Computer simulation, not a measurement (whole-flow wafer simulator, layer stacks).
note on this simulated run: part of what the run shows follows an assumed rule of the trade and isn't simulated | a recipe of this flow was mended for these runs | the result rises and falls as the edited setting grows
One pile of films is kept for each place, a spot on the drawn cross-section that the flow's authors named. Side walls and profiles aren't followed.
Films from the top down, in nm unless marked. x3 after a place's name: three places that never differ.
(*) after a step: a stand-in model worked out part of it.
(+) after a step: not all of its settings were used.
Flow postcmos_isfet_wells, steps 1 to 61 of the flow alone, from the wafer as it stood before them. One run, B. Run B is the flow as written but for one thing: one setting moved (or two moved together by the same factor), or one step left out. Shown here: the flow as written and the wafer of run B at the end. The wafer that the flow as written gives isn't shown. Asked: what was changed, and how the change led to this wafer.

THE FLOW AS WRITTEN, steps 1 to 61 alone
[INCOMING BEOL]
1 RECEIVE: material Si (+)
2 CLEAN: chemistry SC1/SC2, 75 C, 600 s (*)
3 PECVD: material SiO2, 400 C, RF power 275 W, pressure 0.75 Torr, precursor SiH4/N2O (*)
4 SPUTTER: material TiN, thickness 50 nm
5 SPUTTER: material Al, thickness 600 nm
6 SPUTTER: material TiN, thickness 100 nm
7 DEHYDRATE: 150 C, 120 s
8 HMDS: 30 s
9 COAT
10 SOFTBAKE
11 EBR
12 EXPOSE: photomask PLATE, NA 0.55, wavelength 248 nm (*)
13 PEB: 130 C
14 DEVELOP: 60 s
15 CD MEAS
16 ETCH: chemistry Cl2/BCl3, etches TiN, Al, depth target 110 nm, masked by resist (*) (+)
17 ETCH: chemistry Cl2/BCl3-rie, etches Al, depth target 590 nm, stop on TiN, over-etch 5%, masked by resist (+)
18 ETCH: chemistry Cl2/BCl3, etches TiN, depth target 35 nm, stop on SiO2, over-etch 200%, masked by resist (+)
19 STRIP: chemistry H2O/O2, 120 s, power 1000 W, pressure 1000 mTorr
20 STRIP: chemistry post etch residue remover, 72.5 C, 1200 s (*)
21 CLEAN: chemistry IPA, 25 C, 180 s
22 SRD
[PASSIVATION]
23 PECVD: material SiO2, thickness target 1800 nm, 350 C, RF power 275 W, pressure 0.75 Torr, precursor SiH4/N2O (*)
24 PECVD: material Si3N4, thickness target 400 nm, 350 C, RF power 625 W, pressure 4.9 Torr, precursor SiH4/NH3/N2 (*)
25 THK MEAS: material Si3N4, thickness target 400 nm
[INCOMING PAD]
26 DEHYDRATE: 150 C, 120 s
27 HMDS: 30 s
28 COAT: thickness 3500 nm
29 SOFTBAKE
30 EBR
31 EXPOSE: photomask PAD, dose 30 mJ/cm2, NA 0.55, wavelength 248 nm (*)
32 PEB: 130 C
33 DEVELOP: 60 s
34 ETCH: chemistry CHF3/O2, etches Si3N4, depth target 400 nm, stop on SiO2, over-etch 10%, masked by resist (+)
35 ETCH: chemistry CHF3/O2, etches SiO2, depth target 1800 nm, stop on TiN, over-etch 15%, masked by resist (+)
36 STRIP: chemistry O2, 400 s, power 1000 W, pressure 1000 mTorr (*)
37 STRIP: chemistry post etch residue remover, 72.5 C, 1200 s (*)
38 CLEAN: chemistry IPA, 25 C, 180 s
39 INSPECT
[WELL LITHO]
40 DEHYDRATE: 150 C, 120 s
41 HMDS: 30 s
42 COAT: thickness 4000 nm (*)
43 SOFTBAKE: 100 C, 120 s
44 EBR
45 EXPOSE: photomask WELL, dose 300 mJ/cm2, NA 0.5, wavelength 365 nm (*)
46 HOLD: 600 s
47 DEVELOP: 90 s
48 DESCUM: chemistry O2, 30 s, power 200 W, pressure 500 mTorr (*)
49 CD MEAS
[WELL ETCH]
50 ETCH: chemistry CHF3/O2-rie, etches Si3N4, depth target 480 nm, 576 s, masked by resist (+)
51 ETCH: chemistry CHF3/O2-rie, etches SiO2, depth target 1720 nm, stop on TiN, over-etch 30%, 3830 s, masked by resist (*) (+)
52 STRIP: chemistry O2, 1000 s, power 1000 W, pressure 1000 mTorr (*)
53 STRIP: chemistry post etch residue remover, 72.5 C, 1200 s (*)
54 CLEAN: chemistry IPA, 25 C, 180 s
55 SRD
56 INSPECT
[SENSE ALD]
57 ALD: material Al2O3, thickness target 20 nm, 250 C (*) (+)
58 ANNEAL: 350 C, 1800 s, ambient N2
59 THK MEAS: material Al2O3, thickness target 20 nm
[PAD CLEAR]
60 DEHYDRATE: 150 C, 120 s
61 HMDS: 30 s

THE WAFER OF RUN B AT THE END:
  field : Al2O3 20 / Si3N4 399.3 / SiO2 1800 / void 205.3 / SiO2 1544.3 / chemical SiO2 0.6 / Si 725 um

The cause: step 17, ETCH: depth target 632 nm was run, where the flow has depth target 590 nm.

How the change led to this, step by step:
  17 ETCH: chemistry Cl2/BCl3-rie, etches Al, depth target 590 nm, stop on TiN, over-etch 5%, masked by resist (+)
      margin x2, well900 x4, pad_clr, pad_open: thick-KrF-resist -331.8 (as written it would be: thick-KrF-resist -309.8)
      field: Al -590 (all of it), TiN -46 (as written it would be: Al -590 (all of it), TiN -18.4)
  18 ETCH: chemistry Cl2/BCl3, etches TiN, depth target 35 nm, stop on SiO2, over-etch 200%, masked by resist (+)
      margin x2, well900 x4, pad_clr, pad_open: thick-KrF-resist -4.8 (as written it would be: thick-KrF-resist -37.9)
      field: TiN -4 (all of it), SiO2 -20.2 (as written it would be: TiN -31.6 (all of it), SiO2 -14.7)
  23 PECVD: material SiO2, thickness target 1800 nm, 350 C, RF power 275 W, pressure 0.75 Torr, precursor SiH4/N2O (*)
      field: SiO2 +1800 (new film), void +205.3 (new film), SiO2 +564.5 (as written it would be: SiO2 +1800 (new film), void +201.1 (new film), SiO2 +563.2)
